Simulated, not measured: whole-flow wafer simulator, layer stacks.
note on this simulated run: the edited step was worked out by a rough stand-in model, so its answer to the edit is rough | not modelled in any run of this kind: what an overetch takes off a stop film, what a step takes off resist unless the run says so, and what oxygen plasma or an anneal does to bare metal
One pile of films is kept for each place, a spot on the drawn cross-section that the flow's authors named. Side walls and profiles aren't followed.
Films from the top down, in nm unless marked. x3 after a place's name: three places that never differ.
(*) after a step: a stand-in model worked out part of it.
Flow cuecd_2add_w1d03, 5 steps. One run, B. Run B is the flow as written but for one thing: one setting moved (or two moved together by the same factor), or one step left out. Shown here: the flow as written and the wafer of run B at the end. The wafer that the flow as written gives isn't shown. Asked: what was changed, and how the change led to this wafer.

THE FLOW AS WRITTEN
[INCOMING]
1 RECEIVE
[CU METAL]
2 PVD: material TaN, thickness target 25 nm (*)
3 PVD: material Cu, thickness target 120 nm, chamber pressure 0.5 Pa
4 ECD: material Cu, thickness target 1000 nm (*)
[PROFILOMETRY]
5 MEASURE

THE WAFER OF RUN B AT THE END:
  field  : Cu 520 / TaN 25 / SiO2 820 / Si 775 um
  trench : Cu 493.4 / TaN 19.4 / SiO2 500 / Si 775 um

The cause: step 4, ECD: thickness target 400 nm was run, where the flow has thickness target 1000 nm.

How the change led to this, step by step:
  4 ECD: material Cu, thickness target 1000 nm (*)
      field: Cu +400 (as written it would be: Cu +1000)
      trench: Cu +400 (as written it would be: Cu +1226.8)
